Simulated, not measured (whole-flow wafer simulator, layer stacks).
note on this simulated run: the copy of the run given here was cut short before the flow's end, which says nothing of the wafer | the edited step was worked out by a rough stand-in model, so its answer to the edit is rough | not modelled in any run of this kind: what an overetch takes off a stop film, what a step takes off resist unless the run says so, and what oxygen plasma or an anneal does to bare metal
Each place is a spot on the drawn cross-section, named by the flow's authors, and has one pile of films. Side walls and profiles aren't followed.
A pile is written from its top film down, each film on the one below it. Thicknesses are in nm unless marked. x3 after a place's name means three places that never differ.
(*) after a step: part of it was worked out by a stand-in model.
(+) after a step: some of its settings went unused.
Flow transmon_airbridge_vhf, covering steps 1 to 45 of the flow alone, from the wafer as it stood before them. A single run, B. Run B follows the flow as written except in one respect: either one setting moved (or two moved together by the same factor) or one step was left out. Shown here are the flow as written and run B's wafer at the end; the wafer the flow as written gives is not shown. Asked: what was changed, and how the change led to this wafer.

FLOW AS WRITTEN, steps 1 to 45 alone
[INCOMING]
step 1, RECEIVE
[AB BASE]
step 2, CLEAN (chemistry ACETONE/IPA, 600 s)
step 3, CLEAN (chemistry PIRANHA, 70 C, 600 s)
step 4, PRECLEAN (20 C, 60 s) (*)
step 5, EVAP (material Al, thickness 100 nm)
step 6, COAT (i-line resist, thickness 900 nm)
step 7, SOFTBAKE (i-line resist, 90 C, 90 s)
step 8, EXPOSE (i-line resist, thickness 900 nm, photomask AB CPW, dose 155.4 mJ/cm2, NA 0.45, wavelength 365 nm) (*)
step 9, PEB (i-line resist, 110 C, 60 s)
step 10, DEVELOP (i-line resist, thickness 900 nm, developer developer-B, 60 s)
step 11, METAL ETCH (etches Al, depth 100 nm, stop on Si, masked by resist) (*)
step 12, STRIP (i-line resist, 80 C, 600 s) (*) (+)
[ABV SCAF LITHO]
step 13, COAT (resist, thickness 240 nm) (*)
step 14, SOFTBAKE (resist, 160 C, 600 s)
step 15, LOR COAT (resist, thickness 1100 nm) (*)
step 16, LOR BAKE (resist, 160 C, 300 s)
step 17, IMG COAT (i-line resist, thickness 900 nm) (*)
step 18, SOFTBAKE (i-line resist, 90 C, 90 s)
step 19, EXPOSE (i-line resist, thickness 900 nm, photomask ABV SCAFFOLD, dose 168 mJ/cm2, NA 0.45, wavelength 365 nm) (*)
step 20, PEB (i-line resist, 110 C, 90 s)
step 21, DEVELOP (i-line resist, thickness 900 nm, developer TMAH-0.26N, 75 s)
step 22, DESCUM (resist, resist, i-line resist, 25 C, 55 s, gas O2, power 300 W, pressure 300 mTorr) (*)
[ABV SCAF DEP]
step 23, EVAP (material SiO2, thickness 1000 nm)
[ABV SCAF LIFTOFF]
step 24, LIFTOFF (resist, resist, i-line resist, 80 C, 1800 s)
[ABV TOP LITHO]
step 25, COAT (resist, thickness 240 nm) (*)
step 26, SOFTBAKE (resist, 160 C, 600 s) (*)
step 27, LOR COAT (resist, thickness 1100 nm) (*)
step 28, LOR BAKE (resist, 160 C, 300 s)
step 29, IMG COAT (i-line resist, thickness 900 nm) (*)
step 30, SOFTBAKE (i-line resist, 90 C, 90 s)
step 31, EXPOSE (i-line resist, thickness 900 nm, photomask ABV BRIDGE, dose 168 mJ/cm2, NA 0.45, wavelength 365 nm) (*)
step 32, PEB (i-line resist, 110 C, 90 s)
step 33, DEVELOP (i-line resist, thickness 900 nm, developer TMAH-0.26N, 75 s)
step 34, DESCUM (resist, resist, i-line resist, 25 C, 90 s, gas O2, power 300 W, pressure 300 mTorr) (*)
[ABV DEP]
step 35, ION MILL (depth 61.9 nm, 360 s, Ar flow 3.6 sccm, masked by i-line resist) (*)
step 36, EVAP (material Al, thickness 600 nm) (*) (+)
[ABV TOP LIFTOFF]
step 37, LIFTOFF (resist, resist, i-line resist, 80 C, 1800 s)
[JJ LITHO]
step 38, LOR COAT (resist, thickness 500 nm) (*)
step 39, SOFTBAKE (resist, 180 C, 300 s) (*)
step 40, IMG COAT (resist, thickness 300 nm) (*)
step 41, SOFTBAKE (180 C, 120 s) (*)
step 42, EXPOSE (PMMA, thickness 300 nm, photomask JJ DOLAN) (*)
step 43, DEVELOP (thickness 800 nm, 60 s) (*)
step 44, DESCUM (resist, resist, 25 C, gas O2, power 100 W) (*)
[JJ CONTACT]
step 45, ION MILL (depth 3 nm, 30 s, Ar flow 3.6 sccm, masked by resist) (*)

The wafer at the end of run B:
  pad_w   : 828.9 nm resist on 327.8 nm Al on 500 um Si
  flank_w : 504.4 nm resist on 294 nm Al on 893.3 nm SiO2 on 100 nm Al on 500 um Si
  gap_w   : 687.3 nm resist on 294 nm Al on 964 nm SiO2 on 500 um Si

What caused this: step 36, EVAP: thickness 294 nm was run, while the flow as written has thickness 600 nm.
The wafer itself shows it: flank_w has Al 294, and step 36 as written asks for 600 nm.

How this came from the change, step by step:
  step 36, EVAP (material Al, thickness 600 nm) (*) (+)
      field x3, jj_line, ground_far and 10 more: +294 Al (new film) (it would be, as written: +600 Al (new film))
      pad_w, pad_e: +289.7 Al (it would be, as written: +591.2 Al)
  step 37, LIFTOFF (resist, resist, i-line resist, 80 C, 1800 s)
      field x3, jj_line, trace_open_s x2: -294 Al (all of it), -600 i-line resist (all of it), -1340 resist (all of it) (it would be, as written: -600 Al (all of it), -600 i-line resist (all of it), -1340 resist (all of it))
      margin_s, margin_n: -294 Al (all of it), -318.3 i-line resist (all of it), -992 resist (all of it) (it would be, as written: -600 Al (all of it), -318.3 i-line resist (all of it), -992 resist (all of it))
      (as well as at 1 more place)
  step 38, LOR COAT (resist, thickness 500 nm) (*)
      pad_w, pad_e: +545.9 resist (new film) (it would be, as written: +517 resist (new film))
      flank_w, flank_e: +313.7 resist (new film) (it would be, as written: +306.5 resist (new film))
      (as well as at 6 more places)
  step 40, IMG COAT (resist, thickness 300 nm) (*)
      pad_w, pad_e: +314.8 resist (it would be, as written: +300.1 resist)
      flank_w, flank_e: +222.5 resist (it would be, as written: +212.1 resist)
      (as well as at 6 more places)
